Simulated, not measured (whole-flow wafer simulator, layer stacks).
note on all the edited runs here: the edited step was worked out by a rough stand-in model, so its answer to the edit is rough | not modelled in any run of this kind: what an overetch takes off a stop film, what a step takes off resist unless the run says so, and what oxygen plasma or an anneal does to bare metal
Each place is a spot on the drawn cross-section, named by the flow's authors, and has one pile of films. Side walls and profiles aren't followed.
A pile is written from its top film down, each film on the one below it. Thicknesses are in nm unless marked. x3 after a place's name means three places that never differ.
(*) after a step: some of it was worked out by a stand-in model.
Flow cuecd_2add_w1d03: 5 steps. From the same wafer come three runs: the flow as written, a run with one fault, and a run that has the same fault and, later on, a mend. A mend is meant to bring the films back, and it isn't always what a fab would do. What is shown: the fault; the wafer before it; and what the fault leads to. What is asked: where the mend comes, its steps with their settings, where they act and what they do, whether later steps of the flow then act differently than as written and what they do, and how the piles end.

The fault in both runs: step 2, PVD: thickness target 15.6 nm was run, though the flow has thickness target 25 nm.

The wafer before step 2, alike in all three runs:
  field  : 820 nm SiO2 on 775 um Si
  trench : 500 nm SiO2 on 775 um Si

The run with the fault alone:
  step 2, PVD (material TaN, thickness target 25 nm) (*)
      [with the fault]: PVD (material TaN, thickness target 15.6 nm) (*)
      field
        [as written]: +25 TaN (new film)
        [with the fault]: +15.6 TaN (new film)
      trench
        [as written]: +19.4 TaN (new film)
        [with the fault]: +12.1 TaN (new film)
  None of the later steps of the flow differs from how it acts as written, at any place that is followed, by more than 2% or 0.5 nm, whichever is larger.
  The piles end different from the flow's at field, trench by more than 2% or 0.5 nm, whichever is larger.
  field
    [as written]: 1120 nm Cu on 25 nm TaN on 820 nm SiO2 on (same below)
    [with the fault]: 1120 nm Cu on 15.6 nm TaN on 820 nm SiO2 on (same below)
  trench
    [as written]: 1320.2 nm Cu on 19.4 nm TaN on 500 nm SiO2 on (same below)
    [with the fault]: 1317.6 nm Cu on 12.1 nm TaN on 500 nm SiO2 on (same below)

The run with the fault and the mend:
  The mend follows step 2.
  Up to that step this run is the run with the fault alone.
  step 2a, PVD (material TaN, thickness target 9.4 nm) (*) (the flow's step 2 again, with other settings)
      field
        +9.4 TaN
      trench
        +7.23 TaN
  None of the later steps of the flow differs from how it acts as written, at any place that is followed, by more than 2% or 0.5 nm, whichever is larger.
  At the end the piles are close to the flow's at the places that both follow, differing by at most 2% or 0.5 nm, whichever is larger.
